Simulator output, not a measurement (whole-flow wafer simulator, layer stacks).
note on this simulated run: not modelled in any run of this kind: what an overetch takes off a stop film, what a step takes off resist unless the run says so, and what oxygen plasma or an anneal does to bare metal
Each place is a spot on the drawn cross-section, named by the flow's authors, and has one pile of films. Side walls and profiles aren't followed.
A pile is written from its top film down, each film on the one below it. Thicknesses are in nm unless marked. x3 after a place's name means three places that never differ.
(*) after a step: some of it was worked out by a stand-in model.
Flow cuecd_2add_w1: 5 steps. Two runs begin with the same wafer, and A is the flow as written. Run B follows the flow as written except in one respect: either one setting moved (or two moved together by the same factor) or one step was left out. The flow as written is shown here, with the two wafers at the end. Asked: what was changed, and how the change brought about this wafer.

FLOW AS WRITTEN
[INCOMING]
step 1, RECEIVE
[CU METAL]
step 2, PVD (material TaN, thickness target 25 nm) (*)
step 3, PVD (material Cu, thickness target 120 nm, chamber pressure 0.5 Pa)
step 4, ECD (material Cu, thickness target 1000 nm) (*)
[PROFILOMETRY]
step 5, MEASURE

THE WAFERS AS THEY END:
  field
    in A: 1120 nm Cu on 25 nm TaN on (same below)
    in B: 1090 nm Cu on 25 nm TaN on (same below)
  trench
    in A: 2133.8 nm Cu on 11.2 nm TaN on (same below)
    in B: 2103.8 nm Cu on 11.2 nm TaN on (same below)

The reason: step 3, PVD: thickness target 90 nm was run, while the flow as written has thickness target 120 nm.

Step by step, how the change led to this:
  step 3, PVD (material Cu, thickness target 120 nm, chamber pressure 0.5 Pa)
      field: A +120 Cu (new film) | B +90 Cu (new film)
      trench: A +53.6 Cu (new film) | B +40.6 Cu (new film)
